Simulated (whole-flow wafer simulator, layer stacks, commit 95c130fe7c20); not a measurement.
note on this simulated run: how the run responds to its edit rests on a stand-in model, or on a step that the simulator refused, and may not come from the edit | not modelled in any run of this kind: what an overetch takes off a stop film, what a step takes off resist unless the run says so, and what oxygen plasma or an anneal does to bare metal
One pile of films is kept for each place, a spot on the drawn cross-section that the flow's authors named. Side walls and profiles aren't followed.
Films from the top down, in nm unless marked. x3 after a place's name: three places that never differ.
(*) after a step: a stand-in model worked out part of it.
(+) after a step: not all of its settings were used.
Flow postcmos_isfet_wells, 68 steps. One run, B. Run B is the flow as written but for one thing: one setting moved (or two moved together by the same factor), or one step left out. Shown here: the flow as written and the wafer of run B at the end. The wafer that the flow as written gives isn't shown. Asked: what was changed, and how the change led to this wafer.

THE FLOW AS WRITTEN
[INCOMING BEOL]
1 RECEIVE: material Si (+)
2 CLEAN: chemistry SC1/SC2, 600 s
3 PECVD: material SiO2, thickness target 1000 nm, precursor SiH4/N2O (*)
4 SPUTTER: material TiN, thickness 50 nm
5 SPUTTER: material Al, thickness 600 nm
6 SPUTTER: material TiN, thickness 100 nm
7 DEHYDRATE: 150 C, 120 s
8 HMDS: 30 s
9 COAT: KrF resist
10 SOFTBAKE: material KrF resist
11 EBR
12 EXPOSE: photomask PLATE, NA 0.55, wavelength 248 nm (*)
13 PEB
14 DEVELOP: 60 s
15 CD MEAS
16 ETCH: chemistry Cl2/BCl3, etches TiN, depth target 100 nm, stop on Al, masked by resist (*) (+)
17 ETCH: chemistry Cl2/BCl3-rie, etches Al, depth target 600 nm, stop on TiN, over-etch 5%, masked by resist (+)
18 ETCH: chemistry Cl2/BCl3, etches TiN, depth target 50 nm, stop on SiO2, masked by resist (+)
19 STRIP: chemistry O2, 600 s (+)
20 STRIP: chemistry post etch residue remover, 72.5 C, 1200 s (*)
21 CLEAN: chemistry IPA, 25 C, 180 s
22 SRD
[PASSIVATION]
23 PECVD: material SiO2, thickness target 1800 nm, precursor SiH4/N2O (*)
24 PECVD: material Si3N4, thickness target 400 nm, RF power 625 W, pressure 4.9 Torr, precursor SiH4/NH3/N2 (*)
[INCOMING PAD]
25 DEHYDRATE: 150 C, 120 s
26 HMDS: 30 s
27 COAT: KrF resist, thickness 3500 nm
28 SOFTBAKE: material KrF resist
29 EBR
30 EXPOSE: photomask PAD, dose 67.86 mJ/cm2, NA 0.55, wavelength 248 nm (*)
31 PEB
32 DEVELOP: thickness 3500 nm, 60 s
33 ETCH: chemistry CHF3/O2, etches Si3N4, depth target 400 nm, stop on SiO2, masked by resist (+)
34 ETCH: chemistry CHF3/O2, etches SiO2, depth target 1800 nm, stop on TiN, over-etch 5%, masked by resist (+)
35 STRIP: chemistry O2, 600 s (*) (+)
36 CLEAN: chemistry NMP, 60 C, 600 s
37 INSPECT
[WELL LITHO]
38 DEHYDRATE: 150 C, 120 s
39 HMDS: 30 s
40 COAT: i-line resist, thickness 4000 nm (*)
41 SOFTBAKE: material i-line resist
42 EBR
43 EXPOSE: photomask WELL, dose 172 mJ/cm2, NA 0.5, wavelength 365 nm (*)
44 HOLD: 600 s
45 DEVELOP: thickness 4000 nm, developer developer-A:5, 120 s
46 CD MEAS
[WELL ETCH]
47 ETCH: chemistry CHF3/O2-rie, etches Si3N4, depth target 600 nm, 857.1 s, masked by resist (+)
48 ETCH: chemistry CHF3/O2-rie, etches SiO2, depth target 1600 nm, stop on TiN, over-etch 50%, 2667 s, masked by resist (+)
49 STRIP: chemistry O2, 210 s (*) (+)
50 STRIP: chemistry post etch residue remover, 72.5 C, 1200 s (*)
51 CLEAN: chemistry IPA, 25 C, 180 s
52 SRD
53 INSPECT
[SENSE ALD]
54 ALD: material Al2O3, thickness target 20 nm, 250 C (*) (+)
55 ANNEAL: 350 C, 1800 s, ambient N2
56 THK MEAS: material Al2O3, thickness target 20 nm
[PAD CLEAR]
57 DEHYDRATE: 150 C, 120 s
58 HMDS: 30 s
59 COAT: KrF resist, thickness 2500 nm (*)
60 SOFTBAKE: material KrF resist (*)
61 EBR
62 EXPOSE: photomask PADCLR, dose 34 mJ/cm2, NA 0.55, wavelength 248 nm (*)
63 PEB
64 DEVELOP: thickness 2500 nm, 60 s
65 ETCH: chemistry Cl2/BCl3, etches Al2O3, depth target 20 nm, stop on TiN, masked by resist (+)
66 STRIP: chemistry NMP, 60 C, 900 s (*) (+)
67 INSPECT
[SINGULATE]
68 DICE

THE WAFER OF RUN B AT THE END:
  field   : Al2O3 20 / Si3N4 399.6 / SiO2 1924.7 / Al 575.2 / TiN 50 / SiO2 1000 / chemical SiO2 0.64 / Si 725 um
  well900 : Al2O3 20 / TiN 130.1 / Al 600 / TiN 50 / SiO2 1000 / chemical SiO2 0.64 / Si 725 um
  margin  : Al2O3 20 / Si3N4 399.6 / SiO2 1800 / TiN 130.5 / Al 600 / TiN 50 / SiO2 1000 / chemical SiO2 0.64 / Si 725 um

The cause: step 6, SPUTTER: thickness 130.9 nm was run, where the flow has thickness 100 nm.

How the change led to this, step by step:
  6 SPUTTER: material TiN, thickness 100 nm
      field, margin, well900 and 6 more: TiN +130.9 (new film) (as written it would be: TiN +100 (new film))
  16 ETCH: chemistry Cl2/BCl3, etches TiN, depth target 100 nm, stop on Al, masked by resist (*) (+)
      field: TiN -100 (as written it would be: TiN -100 (all of it))
  17 ETCH: chemistry Cl2/BCl3-rie, etches Al, depth target 600 nm, stop on TiN, over-etch 5%, masked by resist (+)
      field: nothing (as written it would be: Al -600 (all of it))
  18 ETCH: chemistry Cl2/BCl3, etches TiN, depth target 50 nm, stop on SiO2, masked by resist (+)
      field: TiN -30.9 (all of it), Al -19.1 (as written it would be: TiN -50 (all of it))
  20 STRIP: chemistry post etch residue remover, 72.5 C, 1200 s (*)
      field: Al -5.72 (as written it would be: nothing)
  23 PECVD: material SiO2, thickness target 1800 nm, precursor SiH4/N2O (*)
      field: SiO2 +1924.7 (new film) (as written it would be: SiO2 +1800 (new film), void +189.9 (new film), SiO2 +559.7)
Counting metal films that touch as one body, field has 1 body; the flow as written gives 0 bodies.
